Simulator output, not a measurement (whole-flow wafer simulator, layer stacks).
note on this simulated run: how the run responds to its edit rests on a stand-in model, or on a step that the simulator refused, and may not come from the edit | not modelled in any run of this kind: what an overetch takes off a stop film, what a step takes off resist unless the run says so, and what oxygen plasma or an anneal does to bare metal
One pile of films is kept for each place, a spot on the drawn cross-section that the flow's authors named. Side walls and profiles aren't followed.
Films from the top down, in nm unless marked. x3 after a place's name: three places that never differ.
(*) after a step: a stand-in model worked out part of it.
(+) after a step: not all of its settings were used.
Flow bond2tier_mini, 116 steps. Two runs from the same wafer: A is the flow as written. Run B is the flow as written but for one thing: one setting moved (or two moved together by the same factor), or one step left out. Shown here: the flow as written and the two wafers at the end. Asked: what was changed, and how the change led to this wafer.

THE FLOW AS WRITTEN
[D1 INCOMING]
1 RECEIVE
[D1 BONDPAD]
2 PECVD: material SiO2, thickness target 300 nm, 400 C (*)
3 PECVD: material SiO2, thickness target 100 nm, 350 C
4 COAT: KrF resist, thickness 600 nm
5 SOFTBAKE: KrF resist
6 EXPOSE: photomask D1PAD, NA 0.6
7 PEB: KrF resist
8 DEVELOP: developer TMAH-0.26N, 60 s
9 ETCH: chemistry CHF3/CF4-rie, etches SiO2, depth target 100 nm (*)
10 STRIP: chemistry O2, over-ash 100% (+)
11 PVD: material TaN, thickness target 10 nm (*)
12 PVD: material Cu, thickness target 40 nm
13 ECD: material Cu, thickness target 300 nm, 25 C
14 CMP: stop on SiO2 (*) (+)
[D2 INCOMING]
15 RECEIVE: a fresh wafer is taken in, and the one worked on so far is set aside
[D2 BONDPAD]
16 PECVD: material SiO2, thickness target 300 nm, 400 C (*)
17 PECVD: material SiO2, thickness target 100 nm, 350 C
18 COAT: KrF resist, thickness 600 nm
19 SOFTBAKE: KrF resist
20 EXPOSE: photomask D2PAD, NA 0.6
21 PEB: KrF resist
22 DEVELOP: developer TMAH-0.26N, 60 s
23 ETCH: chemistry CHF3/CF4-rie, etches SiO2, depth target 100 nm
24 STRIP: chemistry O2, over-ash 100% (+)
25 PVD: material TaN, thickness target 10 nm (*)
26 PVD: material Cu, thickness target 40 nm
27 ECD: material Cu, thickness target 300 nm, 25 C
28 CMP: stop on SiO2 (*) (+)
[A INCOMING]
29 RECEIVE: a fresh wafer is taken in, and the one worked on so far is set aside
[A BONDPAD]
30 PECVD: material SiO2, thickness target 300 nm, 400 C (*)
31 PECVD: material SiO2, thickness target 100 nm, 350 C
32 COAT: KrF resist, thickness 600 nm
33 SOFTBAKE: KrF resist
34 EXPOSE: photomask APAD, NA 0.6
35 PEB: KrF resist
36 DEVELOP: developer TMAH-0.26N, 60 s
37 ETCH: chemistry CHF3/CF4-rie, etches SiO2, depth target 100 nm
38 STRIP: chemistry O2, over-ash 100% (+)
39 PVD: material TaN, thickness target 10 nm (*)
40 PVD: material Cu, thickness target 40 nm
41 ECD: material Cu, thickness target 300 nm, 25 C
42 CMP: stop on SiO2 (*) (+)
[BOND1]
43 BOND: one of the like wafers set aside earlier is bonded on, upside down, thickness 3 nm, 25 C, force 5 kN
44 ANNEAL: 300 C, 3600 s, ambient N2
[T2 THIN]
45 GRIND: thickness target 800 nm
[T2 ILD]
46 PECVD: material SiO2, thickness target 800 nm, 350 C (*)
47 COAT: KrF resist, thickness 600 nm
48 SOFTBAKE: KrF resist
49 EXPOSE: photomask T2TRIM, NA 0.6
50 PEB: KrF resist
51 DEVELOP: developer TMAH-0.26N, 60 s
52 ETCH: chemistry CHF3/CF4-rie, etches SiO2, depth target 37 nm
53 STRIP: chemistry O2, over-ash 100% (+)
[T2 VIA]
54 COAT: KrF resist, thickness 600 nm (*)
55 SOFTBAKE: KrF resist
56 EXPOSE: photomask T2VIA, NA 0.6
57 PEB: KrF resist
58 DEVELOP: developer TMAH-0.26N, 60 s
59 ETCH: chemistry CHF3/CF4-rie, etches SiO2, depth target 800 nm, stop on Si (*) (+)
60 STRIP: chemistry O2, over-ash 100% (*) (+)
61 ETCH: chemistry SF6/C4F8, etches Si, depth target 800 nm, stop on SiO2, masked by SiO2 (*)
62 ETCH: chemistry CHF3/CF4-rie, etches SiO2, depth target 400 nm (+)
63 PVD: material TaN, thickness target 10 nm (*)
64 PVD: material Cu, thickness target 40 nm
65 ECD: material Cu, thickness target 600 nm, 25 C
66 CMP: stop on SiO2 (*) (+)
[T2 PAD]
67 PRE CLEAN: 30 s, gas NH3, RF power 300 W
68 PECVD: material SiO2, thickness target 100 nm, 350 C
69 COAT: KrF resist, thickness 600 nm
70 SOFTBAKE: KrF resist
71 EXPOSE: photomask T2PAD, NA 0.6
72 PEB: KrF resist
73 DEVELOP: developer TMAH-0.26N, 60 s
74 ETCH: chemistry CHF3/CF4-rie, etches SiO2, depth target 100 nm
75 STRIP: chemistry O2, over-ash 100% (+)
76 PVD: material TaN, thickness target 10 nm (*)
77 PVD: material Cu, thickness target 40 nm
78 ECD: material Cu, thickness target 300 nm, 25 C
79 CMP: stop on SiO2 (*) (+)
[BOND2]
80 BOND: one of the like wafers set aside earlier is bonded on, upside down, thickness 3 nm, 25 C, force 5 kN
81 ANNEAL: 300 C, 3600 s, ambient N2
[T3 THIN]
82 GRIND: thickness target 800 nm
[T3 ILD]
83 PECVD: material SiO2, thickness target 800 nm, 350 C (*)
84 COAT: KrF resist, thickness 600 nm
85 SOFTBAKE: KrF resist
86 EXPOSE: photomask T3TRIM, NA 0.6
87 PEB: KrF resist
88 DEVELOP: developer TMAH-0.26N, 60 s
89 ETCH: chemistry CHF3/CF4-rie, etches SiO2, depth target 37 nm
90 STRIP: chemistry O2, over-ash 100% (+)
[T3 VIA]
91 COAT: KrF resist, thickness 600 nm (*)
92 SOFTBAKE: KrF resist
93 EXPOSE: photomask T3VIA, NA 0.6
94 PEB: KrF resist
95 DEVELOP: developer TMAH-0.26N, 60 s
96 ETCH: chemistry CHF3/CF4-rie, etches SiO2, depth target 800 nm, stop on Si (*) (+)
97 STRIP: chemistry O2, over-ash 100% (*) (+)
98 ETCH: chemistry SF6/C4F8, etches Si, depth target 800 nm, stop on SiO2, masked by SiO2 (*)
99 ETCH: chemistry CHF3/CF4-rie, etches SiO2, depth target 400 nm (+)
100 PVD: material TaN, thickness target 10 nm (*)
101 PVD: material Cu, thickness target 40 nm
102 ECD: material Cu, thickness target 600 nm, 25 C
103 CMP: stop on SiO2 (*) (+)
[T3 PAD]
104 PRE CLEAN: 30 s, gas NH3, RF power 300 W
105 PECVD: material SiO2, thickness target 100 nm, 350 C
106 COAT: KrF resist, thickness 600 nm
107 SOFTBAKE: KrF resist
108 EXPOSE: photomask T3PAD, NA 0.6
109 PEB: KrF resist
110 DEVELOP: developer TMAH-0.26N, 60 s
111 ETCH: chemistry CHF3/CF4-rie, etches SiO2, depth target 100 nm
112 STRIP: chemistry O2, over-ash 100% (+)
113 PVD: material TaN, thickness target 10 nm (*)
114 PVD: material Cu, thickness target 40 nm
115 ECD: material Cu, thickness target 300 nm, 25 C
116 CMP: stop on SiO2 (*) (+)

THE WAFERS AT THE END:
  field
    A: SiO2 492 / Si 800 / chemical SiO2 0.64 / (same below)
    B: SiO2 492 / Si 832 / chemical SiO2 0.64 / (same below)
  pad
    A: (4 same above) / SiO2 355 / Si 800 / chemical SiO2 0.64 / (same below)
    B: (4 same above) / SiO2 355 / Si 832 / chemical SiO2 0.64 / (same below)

The cause: step 82, GRIND: thickness target 832 nm was run, where the flow has thickness target 800 nm.
It can be read off the wafer: field has Si 832, and step 82 as written asks for 800 nm.

How the change led to this, step by step:
  82 GRIND: thickness target 800 nm
      field, pad: A Si -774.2 um | B Si -774.17 um
